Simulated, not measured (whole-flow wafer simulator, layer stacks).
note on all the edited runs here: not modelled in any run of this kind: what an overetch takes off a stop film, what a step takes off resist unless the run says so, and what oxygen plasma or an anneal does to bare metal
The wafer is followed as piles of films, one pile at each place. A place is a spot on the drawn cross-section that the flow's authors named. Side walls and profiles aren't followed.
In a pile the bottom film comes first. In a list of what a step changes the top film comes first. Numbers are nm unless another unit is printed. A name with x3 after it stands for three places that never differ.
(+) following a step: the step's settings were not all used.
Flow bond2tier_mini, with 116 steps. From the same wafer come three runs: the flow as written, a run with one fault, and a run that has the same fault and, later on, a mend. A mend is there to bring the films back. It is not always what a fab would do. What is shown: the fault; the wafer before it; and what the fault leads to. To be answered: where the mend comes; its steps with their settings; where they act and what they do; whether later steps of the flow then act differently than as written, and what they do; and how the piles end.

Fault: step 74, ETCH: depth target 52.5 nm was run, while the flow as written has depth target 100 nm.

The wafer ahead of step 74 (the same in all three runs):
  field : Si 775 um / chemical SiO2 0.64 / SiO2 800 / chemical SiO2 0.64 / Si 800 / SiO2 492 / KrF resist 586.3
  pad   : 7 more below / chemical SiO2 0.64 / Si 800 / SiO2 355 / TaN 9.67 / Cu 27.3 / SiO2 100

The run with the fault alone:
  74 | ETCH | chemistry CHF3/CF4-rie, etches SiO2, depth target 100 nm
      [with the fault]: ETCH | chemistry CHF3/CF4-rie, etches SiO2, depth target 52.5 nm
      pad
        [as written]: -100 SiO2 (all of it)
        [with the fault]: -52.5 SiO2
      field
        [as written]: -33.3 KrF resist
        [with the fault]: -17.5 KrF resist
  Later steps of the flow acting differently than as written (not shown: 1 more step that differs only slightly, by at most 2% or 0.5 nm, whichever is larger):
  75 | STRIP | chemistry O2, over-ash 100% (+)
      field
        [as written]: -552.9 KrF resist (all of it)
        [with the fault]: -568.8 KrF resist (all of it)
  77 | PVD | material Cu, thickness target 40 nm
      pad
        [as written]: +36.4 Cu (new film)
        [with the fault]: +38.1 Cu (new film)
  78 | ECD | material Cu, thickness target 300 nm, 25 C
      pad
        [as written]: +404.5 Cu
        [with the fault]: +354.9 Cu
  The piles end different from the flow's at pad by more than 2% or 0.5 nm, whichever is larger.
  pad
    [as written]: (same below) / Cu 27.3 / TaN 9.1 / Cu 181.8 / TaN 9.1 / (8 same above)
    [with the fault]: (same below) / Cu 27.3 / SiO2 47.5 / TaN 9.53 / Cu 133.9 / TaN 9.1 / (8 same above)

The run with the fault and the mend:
  After step 74 comes the mend.
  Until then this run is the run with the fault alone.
  74a | ETCH | chemistry CHF3/CF4-rie, etches SiO2, depth target 47.5 nm (the flow's step 74, run once more with other settings)
      field
        -15.8 KrF resist
      pad
        -47.5 SiO2 (all of it)
  Every later step of the flow that is run acts as written at every place that is followed.
  By the end, the piles equal the flow's at every place that both follow.
